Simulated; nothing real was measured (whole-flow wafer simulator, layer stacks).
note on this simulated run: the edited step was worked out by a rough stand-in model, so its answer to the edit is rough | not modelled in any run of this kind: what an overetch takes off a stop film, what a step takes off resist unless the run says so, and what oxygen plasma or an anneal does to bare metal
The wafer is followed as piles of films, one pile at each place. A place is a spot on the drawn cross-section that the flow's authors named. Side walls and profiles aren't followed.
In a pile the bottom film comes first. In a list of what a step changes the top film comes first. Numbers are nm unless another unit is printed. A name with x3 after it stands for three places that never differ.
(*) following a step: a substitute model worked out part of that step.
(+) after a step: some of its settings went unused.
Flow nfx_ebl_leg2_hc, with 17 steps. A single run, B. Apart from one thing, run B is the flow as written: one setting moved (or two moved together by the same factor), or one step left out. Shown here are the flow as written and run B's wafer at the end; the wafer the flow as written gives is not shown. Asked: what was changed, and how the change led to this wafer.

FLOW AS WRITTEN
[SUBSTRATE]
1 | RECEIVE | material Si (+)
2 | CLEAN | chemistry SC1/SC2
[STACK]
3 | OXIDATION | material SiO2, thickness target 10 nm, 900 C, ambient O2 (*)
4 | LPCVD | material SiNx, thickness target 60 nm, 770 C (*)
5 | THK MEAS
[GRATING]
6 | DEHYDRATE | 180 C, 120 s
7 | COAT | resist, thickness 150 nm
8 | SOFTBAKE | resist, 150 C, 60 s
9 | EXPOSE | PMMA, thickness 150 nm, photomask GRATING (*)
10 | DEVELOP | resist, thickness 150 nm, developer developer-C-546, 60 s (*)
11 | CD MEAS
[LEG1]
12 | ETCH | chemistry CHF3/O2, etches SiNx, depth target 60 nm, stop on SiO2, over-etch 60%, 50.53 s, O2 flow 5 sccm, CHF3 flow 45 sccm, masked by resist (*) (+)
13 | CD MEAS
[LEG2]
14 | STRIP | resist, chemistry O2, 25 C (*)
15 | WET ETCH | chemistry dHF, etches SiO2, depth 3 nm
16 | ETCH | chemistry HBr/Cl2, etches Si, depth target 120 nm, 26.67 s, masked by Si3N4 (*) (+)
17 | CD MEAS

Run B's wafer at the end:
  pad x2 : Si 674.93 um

The reason: step 16, ETCH: depth target 63 nm was run, though the flow has depth target 120 nm.

How this came from the change, step by step:
  16 | ETCH | chemistry HBr/Cl2, etches Si, depth target 120 nm, 26.67 s, masked by Si3N4 (*) (+)
      pad x2: Si loses 63 (it would be, as written: Si loses 120)
